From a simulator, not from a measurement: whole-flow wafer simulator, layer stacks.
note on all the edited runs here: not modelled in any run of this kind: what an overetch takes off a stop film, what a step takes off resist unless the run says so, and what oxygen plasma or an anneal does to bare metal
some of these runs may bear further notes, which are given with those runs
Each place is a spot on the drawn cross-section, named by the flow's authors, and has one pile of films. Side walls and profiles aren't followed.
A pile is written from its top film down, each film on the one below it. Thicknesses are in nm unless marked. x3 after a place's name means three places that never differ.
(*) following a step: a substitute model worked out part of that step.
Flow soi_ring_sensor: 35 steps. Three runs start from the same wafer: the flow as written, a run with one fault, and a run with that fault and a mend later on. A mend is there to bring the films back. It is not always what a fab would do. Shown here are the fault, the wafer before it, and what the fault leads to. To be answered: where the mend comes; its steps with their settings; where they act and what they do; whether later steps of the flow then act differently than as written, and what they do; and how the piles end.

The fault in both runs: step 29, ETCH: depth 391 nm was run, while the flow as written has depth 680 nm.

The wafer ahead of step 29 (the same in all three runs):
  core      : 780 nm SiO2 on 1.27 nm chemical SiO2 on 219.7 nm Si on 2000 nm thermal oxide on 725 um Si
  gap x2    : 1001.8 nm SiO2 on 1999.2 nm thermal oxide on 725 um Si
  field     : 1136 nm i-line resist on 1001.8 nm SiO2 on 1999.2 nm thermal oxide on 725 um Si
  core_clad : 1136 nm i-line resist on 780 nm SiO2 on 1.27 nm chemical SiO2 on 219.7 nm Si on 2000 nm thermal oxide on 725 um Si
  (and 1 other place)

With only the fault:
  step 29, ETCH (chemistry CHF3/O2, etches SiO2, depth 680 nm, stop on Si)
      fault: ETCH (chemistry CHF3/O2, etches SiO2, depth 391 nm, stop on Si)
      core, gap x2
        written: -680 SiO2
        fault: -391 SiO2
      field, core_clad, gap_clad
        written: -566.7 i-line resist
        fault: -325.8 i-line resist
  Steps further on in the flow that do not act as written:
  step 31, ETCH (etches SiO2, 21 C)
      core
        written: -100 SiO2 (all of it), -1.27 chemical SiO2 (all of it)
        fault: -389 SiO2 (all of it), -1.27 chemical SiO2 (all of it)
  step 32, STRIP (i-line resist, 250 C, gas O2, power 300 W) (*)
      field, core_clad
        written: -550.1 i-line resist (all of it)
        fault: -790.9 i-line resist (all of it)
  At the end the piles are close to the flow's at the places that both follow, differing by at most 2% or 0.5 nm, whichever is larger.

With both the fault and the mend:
  The mend stands after step 29.
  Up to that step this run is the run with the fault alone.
  step 29a, ETCH (chemistry CHF3/O2, etches SiO2, depth 289 nm, stop on Si) (a further turn of the flow's step 29, with different settings)
      core, gap x2
        -289 SiO2
      field, core_clad, gap_clad
        -240.8 i-line resist
  Later steps of the flow that are run all act as written at every place that is followed.
  By the end, the piles equal the flow's at every place that both follow.
